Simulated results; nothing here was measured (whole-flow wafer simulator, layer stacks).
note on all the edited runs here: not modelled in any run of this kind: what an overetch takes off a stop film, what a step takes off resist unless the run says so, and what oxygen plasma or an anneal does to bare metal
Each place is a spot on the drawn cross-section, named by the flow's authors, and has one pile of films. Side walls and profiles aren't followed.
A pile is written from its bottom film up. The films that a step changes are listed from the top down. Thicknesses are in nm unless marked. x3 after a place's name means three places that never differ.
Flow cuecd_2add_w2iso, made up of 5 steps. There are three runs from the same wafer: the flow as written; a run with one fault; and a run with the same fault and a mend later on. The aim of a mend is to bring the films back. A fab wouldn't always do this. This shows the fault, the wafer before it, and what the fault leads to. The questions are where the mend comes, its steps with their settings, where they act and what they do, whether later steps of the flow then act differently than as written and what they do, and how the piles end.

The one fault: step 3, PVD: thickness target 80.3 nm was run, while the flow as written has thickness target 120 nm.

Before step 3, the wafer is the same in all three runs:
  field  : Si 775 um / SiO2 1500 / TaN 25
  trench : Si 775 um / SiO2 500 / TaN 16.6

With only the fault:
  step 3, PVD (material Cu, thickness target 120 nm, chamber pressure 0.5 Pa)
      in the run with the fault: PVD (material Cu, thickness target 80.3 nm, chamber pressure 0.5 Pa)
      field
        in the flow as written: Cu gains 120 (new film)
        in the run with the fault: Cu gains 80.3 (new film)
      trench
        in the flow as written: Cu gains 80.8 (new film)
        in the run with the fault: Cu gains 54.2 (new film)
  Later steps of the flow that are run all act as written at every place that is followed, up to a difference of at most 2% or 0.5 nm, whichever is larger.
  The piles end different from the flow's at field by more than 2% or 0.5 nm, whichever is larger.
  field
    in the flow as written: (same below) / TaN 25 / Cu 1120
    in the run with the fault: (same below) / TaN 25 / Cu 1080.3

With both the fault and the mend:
  The mend follows step 3.
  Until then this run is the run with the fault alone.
  step 3a, ETCH (chemistry cu recess dil, depth target 92.42 nm)
      field
        Cu loses 80.3 (all of it)
      trench
        Cu loses 54.2 (all of it)
  step 3b, PVD (material Cu, thickness target 120 nm, chamber pressure 0.5 Pa) (a further turn of the flow's step 3)
      field
        Cu gains 120 (new film)
      trench
        Cu gains 80.8 (new film)
  Later steps of the flow that are run all act as written at every place that is followed.
  By the end, the piles equal the flow's at every place that both follow.
